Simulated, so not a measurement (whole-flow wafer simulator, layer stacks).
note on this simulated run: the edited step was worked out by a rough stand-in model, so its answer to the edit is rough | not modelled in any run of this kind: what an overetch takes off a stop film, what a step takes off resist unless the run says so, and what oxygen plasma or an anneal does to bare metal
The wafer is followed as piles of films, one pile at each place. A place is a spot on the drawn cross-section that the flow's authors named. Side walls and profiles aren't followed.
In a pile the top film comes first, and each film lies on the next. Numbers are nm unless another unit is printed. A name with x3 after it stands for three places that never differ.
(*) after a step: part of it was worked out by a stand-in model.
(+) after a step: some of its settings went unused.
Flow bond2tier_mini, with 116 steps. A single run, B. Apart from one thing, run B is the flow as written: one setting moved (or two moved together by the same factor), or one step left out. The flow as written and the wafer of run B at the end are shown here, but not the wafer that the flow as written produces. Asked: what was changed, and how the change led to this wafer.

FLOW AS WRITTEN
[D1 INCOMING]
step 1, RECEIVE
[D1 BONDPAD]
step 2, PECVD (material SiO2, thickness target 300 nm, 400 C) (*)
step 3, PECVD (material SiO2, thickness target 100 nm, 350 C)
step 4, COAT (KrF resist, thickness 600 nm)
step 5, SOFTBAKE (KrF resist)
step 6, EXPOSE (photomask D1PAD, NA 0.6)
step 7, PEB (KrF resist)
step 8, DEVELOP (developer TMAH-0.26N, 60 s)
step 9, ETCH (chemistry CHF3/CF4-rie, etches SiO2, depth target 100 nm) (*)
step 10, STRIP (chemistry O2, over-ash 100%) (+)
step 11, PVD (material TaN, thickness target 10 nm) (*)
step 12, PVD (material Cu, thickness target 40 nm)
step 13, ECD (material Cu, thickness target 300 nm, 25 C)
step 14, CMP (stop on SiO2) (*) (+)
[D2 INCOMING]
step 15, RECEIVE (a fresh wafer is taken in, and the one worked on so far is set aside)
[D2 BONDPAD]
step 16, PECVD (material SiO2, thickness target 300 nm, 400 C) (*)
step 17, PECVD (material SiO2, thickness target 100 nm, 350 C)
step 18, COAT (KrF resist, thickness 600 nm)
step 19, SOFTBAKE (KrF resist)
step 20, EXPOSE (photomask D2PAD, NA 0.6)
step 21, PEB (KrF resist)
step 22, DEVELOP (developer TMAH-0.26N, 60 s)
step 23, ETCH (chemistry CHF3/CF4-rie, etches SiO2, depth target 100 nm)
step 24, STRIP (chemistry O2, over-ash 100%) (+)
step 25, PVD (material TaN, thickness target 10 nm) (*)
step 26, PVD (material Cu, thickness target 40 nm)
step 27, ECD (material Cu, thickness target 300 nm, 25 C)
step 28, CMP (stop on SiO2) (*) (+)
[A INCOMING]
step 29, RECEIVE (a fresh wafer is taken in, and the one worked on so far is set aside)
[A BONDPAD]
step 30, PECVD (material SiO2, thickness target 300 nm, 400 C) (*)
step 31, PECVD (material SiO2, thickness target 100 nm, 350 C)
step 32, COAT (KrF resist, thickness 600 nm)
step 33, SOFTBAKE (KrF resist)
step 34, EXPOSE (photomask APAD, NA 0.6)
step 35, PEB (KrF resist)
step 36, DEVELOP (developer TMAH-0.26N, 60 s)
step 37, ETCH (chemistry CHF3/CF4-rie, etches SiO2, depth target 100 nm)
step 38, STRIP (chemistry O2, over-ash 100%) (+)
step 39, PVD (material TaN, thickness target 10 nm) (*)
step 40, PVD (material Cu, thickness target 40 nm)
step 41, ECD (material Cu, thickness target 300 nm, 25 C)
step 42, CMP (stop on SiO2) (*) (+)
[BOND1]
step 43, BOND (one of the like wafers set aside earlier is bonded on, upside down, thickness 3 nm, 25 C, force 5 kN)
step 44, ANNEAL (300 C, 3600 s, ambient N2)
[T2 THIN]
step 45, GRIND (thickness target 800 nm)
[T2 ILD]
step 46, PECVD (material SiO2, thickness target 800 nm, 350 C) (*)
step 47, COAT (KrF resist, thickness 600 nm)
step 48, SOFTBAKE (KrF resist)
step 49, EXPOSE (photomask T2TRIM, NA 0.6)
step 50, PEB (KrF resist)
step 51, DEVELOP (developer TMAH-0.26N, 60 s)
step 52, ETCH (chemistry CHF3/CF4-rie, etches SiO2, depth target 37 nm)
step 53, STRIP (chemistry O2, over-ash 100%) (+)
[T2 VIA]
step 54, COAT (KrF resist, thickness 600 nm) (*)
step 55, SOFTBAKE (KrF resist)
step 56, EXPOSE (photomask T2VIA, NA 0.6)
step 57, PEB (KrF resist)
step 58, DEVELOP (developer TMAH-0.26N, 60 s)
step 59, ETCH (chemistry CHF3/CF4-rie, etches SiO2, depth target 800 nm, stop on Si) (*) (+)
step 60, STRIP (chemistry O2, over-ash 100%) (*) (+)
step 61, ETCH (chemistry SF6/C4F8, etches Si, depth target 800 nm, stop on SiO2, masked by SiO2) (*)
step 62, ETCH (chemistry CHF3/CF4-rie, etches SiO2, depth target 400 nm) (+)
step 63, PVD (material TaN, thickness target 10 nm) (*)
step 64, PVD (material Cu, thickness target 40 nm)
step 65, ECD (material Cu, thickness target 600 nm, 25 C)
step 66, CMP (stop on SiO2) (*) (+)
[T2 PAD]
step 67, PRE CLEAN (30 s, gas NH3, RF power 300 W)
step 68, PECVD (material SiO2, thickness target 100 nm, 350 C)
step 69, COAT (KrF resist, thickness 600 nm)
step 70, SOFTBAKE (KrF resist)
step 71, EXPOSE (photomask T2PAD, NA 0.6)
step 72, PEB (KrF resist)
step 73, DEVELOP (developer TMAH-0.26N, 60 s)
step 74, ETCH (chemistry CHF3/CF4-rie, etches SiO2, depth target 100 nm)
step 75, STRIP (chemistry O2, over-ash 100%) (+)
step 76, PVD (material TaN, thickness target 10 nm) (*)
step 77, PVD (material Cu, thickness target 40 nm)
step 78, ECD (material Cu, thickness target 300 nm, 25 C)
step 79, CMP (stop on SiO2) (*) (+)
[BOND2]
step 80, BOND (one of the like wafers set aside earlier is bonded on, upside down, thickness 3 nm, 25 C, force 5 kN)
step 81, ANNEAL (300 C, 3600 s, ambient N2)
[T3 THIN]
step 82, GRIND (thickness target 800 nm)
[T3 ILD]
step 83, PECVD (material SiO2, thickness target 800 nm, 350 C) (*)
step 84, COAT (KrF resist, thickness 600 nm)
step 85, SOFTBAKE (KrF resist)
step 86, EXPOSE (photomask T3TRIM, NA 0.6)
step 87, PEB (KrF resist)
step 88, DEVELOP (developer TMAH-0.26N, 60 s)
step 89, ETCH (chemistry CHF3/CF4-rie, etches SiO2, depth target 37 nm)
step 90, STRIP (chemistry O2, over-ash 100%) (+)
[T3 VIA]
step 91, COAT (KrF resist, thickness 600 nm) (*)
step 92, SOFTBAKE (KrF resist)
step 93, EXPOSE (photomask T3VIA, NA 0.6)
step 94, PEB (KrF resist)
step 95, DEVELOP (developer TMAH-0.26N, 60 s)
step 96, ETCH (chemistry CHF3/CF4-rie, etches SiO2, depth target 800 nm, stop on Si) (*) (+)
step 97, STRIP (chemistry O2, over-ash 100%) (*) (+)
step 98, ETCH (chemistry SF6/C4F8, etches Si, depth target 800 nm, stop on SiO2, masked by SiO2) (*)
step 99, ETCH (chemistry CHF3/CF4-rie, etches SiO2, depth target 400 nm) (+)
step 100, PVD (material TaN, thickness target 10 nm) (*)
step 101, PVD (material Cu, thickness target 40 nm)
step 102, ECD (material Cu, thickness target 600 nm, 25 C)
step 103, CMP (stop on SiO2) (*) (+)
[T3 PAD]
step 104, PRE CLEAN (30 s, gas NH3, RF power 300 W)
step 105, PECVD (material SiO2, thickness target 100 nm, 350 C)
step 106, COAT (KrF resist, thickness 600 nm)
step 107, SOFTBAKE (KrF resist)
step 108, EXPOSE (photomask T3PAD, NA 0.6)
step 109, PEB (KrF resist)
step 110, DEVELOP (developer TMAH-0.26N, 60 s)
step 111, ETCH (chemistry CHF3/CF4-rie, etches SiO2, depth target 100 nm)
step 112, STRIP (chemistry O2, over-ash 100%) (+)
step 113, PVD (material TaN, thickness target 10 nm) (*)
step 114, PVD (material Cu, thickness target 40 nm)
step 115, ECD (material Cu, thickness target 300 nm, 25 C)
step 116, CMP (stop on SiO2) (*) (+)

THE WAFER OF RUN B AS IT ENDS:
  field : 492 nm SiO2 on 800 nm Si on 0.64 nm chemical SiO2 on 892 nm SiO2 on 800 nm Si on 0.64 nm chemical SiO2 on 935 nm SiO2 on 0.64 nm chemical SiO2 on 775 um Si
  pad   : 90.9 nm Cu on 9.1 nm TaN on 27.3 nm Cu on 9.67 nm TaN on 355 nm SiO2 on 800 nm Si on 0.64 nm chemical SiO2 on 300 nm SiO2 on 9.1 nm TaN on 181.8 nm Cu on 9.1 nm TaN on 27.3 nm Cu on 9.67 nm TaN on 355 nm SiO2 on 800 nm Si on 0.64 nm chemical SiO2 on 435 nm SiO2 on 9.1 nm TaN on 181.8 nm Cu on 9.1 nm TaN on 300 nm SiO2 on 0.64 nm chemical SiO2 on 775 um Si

Cause: step 2, PECVD: thickness target 435 nm was run, while the flow as written has thickness target 300 nm.
The wafer itself shows it: pad has SiO2 435, and step 2 as written asks for 300 nm.

Step by step, how the change led to this:
  step 2, PECVD (material SiO2, thickness target 300 nm, 400 C) (*)
      field, pad, via: +435 SiO2 (new film) (as written it would have been: +300 SiO2 (new film))
  step 43, BOND (one of the like wafers set aside earlier is bonded on, upside down, thickness 3 nm, 25 C, force 5 kN)
      field: +775 um Si (new film), +0.64 chemical SiO2 (new film), +535 SiO2 (as written it would have been: +775 um Si (new film), +0.64 chemical SiO2 (new film), +400 SiO2)
      pad: +775 um Si (new film), +0.64 chemical SiO2 (new film), +435 SiO2 (new film), +9.1 TaN (new film), +90.9 Cu (as written it would have been: +775 um Si (new film), +0.64 chemical SiO2 (new film), +300 SiO2 (new film), +9.1 TaN (new film), +90.9 Cu)
      (and at 1 other place as well)
